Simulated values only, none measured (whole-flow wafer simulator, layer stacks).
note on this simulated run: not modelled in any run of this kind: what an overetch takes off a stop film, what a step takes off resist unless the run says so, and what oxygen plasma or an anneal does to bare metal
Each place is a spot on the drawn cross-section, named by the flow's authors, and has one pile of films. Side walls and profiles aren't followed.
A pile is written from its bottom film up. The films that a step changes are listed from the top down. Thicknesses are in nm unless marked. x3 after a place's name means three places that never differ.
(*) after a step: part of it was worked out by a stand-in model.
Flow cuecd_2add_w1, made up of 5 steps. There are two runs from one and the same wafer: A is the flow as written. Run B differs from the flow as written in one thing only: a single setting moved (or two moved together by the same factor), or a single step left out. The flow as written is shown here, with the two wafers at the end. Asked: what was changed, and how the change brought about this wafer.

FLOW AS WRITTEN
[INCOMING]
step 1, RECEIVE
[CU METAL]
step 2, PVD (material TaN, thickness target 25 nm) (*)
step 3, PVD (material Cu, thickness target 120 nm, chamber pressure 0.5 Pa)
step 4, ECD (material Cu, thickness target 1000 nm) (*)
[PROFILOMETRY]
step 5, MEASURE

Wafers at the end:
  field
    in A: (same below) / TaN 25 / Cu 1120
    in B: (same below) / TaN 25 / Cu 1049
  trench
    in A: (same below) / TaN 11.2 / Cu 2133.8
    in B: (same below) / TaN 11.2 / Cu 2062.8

Cause: step 3, PVD: thickness target 49 nm was run, though the flow has thickness target 120 nm.

Step by step, how the change led to this:
  step 3, PVD (material Cu, thickness target 120 nm, chamber pressure 0.5 Pa)
      field: A +120 Cu (new film) | B +49 Cu (new film)
      trench: A +53.6 Cu (new film) | B +22.4 Cu (new film)
